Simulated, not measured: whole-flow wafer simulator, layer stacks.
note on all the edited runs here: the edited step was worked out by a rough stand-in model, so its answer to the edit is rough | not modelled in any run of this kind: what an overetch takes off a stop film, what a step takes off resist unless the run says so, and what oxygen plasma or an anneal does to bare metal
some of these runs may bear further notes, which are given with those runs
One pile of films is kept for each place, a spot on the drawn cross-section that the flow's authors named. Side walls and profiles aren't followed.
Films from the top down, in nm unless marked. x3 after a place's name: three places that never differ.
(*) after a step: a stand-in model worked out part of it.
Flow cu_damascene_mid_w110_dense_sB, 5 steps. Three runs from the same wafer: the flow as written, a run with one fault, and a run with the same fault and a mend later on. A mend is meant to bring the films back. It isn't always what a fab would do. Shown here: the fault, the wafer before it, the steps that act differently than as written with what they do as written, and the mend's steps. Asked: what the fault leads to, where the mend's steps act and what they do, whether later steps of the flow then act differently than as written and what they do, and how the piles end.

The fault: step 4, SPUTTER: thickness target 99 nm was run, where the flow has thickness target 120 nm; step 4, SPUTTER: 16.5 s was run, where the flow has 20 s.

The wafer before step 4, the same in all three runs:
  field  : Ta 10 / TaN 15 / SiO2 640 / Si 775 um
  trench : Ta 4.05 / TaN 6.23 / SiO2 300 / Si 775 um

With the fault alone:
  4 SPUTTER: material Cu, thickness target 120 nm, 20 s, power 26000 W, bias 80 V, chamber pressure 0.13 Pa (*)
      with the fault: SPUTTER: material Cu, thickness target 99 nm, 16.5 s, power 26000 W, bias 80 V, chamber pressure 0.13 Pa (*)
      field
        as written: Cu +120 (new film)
        with the fault: Cu +99 (new film)
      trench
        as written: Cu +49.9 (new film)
        with the fault: Cu +41.2 (new film)
  Later steps of the flow that act differently than as written:
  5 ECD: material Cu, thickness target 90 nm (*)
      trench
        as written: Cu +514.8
        with the fault: Cu +502.5
  At the end the piles differ from the flow's by more than 2% or 0.5 nm, whichever is larger, at field, trench.
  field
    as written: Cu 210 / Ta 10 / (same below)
    with the fault: Cu 189 / Ta 10 / (same below)
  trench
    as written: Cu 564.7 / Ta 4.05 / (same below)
    with the fault: Cu 543.7 / Ta 4.05 / (same below)

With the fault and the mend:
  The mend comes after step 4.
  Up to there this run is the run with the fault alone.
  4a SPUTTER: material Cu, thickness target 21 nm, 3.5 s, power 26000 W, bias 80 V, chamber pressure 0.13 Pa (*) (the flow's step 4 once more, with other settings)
      field
        Cu +21
      trench
        Cu +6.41
  No later step of the flow acts differently than as written, at any place that is followed, by more than 2% or 0.5 nm, whichever is larger.
  At the end the piles are the same as the flow's at every place that both follow.
